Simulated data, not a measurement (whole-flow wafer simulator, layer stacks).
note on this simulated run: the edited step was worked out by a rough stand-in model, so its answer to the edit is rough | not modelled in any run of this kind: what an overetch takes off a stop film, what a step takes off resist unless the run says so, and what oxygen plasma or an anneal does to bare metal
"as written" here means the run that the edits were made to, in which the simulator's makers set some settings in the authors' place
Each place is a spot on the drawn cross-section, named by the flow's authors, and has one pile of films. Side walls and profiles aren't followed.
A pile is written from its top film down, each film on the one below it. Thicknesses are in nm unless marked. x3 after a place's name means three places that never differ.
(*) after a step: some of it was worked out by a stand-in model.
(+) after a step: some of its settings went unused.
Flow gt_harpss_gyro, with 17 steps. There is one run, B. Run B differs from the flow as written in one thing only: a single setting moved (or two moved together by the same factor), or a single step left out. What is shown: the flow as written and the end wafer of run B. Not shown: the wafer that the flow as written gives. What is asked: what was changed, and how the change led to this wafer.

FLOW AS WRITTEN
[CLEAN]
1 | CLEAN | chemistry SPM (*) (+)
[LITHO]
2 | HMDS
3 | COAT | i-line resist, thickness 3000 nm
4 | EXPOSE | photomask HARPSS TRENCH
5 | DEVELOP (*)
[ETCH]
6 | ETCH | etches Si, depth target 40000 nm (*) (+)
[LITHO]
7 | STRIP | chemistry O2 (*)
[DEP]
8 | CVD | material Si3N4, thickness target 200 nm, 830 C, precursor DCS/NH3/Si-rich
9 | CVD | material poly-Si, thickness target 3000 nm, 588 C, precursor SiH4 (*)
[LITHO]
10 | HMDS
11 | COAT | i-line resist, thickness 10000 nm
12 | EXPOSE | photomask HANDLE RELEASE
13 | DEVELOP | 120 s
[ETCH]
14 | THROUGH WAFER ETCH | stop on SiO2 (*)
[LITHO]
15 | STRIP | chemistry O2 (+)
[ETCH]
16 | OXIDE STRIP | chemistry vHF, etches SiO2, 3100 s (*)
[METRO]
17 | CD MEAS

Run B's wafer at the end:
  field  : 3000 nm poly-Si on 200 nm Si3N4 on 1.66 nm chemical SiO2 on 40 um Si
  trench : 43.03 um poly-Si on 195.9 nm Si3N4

What caused this: step 6, ETCH: depth target 43280 nm was run, though the flow has depth target 40000 nm.

The path from the change to this, step by step:
  6 | ETCH | etches Si, depth target 40000 nm (*) (+)
      trench: -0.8 chemical SiO2 (all of it), -40 um Si (all of it), -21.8 SiO2 (in the flow as written it would be: -0.8 chemical SiO2 (all of it), -40 um Si (all of it))
      field: -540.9 i-line resist (in the flow as written it would be: -500 i-line resist)
  9 | CVD | material poly-Si, thickness target 3000 nm, 588 C, precursor SiH4 (*)
      trench: +43.03 um poly-Si (new film) (in the flow as written it would be: +43.01 um poly-Si (new film))
